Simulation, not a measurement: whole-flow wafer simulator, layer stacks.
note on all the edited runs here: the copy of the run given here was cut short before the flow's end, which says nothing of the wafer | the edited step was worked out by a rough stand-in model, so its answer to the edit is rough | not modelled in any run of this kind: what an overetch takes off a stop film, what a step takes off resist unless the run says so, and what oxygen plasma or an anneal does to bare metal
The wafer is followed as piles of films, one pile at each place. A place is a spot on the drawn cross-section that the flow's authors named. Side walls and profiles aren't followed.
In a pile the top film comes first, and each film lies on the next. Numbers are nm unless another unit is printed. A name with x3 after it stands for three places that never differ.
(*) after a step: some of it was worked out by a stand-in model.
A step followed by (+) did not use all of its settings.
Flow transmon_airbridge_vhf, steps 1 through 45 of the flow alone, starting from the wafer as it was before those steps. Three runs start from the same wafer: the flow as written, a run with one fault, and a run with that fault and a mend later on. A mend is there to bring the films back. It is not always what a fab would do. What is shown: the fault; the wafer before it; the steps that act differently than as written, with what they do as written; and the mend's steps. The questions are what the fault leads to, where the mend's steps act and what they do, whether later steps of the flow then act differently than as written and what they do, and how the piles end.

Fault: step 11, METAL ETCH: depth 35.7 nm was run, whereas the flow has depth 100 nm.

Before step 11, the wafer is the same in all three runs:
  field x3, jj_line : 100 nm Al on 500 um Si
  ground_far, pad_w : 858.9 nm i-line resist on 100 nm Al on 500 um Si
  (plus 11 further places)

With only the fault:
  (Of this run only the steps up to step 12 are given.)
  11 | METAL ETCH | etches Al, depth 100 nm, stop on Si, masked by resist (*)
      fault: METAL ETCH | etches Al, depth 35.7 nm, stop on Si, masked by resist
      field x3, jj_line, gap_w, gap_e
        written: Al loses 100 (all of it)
        fault: Al loses 35.7
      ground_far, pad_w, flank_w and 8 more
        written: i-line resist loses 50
        fault: i-line resist loses 17.9
  Steps further on in the flow that do not act as written:
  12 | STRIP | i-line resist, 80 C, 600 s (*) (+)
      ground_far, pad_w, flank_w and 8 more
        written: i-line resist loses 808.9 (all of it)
        fault: i-line resist loses 841.1 (all of it)
  Once step 12 is done, the piles at field x3, jj_line, gap_w, gap_e depart from the flow's by more than 2% or 0.5 nm, whichever is larger.
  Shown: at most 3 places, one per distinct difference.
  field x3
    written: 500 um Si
    fault: 64.3 nm Al on 500 um Si

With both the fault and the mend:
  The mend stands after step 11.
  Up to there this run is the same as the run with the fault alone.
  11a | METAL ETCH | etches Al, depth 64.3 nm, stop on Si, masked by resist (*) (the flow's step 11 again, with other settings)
      ground_far, pad_w, flank_w and 8 more
        i-line resist loses 32.1
      field x3, jj_line, gap_w, gap_e
        Al loses 64.3 (all of it)
  Every later step of the flow that is run acts as written at every place that is followed.
  The piles end the same as the flow's at every place that both follow.
